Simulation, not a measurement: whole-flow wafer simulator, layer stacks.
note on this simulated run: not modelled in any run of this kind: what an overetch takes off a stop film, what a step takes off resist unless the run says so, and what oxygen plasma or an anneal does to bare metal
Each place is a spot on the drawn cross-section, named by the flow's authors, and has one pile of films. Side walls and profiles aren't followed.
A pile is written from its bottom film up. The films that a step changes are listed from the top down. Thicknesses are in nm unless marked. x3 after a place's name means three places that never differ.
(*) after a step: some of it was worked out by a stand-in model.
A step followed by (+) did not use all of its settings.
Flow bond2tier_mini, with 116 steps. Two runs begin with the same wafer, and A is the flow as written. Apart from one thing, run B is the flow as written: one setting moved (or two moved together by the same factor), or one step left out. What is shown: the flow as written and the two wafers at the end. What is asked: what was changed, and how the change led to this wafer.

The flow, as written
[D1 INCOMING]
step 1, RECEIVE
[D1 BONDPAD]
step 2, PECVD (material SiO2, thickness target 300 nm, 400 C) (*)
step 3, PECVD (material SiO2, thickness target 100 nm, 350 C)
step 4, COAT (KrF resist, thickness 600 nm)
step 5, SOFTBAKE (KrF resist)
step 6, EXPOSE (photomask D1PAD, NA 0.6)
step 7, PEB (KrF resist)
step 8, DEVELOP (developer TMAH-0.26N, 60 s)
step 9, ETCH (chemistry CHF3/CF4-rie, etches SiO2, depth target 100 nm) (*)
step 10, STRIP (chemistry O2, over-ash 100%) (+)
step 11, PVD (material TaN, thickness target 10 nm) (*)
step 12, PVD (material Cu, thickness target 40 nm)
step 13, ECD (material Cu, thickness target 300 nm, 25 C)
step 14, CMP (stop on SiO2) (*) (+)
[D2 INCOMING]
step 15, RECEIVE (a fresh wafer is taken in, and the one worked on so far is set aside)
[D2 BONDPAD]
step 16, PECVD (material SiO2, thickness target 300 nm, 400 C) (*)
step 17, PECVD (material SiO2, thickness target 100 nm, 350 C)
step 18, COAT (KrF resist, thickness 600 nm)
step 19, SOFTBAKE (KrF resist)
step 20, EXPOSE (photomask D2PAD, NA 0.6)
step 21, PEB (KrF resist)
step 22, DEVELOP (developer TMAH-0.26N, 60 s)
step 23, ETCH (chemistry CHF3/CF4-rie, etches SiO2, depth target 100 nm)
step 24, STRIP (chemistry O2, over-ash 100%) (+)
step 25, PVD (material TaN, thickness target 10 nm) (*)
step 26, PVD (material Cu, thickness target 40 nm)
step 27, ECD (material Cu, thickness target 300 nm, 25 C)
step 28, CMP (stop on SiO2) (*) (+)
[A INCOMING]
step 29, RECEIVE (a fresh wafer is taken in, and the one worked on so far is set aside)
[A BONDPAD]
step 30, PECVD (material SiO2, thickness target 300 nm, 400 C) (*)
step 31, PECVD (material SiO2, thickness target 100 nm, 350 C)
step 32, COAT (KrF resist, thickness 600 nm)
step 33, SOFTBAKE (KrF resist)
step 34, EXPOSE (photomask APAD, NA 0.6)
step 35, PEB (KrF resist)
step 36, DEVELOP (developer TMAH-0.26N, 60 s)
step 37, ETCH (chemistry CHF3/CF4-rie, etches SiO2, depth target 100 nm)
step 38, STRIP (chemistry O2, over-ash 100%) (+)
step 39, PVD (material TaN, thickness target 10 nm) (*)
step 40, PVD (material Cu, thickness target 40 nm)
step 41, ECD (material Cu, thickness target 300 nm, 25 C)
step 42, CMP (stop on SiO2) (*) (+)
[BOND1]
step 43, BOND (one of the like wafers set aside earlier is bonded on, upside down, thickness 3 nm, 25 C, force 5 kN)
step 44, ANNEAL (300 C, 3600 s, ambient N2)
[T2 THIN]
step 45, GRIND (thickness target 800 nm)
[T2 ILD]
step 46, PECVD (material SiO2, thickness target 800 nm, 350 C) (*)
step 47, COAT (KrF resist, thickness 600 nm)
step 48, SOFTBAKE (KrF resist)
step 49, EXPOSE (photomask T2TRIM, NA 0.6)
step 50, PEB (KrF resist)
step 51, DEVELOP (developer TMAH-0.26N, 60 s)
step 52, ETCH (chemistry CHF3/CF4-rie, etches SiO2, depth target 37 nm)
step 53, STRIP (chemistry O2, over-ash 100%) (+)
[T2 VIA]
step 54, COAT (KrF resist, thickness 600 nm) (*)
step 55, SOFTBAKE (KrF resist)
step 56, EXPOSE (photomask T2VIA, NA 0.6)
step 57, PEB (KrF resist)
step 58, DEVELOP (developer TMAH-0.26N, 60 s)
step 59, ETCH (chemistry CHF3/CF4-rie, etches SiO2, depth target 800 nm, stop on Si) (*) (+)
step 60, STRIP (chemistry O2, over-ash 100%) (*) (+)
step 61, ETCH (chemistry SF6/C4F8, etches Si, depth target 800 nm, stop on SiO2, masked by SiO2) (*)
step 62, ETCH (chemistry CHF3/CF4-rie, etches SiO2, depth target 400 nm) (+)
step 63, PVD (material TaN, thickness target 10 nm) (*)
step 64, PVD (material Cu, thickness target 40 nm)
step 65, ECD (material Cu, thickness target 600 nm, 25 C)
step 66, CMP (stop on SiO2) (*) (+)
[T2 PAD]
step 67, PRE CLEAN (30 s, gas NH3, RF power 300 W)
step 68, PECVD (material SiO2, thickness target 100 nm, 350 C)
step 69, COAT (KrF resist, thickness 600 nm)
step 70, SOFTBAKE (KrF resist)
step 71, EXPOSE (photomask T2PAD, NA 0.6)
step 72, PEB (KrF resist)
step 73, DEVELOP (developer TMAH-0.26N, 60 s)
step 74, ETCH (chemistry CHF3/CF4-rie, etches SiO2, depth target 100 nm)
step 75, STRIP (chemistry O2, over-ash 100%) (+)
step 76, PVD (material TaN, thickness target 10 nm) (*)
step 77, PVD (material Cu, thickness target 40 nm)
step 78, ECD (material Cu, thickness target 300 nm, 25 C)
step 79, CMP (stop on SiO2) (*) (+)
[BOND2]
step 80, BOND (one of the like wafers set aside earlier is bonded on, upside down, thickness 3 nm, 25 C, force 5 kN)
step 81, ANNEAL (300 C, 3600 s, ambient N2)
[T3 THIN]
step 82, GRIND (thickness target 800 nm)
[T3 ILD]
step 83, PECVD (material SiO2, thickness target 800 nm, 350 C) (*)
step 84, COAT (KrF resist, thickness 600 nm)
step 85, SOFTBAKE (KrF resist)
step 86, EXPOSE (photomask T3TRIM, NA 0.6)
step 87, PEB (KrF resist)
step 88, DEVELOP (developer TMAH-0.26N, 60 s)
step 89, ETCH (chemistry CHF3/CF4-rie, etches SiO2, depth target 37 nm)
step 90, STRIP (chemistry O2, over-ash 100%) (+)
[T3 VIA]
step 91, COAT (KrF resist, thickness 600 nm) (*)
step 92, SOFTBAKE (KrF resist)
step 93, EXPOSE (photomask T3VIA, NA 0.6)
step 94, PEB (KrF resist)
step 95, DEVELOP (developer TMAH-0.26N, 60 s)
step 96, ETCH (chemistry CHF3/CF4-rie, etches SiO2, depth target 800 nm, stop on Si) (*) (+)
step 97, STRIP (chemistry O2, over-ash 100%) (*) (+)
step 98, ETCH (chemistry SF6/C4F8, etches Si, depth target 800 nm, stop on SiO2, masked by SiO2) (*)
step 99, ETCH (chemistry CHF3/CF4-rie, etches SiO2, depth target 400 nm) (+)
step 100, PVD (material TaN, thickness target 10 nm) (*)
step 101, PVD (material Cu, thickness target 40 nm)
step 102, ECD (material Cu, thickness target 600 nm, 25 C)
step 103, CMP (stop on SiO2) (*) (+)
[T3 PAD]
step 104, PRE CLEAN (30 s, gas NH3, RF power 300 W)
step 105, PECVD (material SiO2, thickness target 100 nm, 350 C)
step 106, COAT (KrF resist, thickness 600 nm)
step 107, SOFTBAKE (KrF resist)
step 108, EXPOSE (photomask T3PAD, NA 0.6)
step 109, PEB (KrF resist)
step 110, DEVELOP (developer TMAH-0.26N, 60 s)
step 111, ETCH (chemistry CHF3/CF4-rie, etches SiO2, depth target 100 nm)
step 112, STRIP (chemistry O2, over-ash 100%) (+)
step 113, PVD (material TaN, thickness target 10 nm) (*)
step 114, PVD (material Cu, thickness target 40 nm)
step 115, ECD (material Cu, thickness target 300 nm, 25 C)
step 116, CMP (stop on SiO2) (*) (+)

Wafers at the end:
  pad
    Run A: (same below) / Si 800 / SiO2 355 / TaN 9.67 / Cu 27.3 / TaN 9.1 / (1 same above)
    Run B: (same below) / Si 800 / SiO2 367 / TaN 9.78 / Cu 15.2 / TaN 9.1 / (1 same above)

What caused this: step 89, ETCH: depth target 25 nm was run, while the flow as written has depth target 37 nm.

The path from the change to this, step by step:
  step 89, ETCH (chemistry CHF3/CF4-rie, etches SiO2, depth target 37 nm)
      field: A KrF resist loses 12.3 | B KrF resist loses 8.33
      pad: A SiO2 loses 37 | B SiO2 loses 25
